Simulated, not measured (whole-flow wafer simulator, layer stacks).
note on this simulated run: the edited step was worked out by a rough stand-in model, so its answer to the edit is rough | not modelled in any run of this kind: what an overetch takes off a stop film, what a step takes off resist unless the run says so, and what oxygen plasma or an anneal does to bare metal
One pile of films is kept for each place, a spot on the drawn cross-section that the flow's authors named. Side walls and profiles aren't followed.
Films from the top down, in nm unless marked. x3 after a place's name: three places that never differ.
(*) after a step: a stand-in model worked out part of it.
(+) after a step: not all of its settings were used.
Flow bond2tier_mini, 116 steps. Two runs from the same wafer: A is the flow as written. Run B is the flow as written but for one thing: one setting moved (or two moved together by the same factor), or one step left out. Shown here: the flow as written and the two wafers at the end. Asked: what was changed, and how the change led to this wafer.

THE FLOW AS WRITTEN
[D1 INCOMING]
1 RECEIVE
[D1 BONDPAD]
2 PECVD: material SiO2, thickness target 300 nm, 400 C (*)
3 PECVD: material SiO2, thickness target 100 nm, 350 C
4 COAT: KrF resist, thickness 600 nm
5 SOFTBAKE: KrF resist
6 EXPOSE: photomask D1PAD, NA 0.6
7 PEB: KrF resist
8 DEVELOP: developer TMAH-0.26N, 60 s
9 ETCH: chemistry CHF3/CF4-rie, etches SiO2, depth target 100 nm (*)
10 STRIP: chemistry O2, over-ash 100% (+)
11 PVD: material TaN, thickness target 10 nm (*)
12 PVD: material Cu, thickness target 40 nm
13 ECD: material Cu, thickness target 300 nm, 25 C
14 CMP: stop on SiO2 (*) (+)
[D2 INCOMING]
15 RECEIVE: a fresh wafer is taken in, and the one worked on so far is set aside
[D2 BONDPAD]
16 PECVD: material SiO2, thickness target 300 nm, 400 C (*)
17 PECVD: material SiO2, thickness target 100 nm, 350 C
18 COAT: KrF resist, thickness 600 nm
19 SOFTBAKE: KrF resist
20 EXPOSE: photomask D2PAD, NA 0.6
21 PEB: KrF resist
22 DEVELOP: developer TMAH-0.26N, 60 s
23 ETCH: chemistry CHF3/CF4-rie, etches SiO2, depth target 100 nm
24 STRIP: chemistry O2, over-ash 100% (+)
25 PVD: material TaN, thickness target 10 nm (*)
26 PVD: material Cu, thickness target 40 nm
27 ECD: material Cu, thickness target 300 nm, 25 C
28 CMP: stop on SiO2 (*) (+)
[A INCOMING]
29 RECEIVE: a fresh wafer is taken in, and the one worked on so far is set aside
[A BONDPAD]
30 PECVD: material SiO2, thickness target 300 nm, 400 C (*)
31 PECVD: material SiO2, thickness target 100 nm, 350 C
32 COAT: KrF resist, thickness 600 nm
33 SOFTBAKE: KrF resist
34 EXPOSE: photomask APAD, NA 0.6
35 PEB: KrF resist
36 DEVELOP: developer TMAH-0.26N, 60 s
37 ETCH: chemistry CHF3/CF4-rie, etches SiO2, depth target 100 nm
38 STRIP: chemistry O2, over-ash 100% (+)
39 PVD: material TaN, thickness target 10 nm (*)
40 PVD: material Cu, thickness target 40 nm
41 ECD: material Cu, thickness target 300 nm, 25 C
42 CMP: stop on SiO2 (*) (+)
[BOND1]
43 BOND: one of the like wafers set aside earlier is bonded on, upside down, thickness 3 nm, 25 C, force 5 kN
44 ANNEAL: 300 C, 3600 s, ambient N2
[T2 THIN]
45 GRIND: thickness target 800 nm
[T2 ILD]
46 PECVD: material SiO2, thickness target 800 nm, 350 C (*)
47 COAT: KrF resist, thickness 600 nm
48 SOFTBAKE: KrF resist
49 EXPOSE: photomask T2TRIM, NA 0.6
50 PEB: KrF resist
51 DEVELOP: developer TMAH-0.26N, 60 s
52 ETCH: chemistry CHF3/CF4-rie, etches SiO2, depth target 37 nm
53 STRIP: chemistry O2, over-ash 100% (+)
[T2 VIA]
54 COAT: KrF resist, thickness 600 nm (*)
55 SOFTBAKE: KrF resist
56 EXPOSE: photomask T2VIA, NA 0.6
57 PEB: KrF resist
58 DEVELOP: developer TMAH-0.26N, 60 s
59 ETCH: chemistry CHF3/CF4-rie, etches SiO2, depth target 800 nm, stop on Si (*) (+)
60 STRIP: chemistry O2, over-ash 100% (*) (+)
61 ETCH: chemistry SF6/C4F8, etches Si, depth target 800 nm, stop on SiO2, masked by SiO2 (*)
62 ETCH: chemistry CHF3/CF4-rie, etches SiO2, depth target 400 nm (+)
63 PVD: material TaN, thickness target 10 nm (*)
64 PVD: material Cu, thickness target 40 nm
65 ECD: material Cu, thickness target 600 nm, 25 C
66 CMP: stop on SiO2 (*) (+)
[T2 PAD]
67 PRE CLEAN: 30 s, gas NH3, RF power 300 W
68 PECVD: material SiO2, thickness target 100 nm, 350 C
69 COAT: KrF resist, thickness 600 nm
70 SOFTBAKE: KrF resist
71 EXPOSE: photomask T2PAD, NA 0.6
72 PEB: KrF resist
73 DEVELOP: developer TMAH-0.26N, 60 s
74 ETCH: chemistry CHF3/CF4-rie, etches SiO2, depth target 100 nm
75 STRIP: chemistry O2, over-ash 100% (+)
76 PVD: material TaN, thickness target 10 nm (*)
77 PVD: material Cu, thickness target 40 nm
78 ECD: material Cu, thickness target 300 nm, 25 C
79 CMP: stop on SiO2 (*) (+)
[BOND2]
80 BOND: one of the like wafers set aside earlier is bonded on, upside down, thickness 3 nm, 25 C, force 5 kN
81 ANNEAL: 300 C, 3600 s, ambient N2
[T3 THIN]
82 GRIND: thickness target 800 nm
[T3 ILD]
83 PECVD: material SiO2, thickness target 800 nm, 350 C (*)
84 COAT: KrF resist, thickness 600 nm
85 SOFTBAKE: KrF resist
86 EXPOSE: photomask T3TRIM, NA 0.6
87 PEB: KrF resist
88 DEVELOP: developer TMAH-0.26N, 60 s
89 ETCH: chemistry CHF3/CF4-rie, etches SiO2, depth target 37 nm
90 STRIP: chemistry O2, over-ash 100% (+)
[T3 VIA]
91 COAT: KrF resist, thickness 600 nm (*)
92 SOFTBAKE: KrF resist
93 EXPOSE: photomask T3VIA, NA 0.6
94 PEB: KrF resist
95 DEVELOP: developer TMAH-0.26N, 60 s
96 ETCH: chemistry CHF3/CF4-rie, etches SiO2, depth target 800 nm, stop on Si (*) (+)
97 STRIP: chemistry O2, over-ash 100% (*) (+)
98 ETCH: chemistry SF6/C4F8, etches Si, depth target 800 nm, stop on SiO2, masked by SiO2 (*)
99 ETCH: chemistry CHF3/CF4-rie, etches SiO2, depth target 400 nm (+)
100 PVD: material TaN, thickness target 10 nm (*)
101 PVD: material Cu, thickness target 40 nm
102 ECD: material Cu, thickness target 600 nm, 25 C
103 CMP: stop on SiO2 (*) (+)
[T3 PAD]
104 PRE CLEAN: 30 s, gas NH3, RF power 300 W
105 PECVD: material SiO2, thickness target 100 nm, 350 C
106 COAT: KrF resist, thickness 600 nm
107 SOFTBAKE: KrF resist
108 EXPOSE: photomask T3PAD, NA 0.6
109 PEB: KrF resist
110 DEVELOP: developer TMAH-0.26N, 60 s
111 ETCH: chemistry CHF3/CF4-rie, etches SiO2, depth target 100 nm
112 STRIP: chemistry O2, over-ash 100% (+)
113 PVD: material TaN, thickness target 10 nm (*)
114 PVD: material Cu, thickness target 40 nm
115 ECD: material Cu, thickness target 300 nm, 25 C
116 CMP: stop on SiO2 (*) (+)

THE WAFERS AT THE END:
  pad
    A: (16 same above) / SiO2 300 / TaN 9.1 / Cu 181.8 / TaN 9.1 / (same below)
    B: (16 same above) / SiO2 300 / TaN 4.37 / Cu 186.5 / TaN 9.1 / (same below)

The cause: step 11, PVD: thickness target 4.8 nm was run, where the flow has thickness target 10 nm.

How the change led to this, step by step:
  11 PVD: material TaN, thickness target 10 nm (*)
      field: A TaN +10 (new film) | B TaN +4.8 (new film)
      pad: A TaN +9.1 (new film) | B TaN +4.37 (new film)
      (and at 1 more place)
  14 CMP: stop on SiO2 (*) (+)
      field: A Cu -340 (all of it), TaN -10 (all of it) | B Cu -340 (all of it), TaN -4.8 (all of it)
  43 BOND: one of the like wafers set aside earlier is bonded on, upside down, thickness 3 nm, 25 C, force 5 kN
      pad: A Si +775 um (new film), chemical SiO2 +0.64 (new film), SiO2 +300 (new film), TaN +9.1 (new film), Cu +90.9 | B Si +775 um (new film), chemical SiO2 +0.64 (new film), SiO2 +300 (new film), TaN +4.37 (new film), Cu +95.6
      via: A Si +775 um (new film), chemical SiO2 +0.64 (new film), SiO2 +300 (new film), TaN +9.97 (new film), Cu +90 | B Si +775 um (new film), chemical SiO2 +0.64 (new film), SiO2 +300 (new film), TaN +4.79 (new film), Cu +95.2
